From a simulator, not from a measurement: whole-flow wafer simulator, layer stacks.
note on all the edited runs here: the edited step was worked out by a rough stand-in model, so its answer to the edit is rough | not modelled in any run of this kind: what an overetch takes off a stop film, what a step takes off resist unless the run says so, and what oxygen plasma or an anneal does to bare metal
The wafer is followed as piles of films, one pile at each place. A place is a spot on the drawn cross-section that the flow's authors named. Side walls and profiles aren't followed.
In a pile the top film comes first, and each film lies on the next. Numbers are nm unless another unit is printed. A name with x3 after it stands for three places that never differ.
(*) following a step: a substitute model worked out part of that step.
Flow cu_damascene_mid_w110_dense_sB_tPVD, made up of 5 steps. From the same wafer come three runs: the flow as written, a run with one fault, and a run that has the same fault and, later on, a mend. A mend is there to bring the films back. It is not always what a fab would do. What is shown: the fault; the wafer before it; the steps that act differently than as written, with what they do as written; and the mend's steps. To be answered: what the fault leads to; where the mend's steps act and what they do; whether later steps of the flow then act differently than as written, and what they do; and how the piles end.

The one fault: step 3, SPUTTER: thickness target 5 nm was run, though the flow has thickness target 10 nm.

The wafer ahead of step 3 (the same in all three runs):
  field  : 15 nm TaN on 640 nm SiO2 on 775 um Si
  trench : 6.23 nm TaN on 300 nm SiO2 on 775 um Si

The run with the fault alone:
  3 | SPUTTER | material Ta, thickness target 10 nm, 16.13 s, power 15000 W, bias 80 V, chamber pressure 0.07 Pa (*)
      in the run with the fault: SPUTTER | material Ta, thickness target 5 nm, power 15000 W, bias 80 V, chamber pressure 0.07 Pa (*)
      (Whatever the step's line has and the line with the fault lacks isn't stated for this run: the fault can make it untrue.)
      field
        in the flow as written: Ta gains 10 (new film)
        in the run with the fault: Ta gains 5 (new film)
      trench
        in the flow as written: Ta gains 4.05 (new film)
        in the run with the fault: Ta gains 2.02 (new film)
  Later steps of the flow that are run all act as written at every place that is followed, up to a difference of at most 2% or 0.5 nm, whichever is larger.
  By the end, the piles at field, trench depart from the flow's by more than 2% or 0.5 nm, whichever is larger.
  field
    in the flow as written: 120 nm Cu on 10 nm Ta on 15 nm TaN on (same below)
    in the run with the fault: 120 nm Cu on 5 nm Ta on 15 nm TaN on (same below)
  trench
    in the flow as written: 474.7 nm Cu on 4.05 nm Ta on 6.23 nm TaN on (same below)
    in the run with the fault: 471.7 nm Cu on 2.02 nm Ta on 6.23 nm TaN on (same below)

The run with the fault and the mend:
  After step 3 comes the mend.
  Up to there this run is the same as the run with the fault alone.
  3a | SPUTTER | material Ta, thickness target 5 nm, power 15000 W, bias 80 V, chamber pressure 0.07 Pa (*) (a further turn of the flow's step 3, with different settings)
      field
        Ta gains 5
      trench
        Ta gains 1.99
  Later steps of the flow that are run all act as written at every place that is followed, up to a difference of at most 2% or 0.5 nm, whichever is larger.
  When the end is reached, the piles differ only a little from the flow's at the places that both follow, at most by 2% or 0.5 nm, whichever is larger.
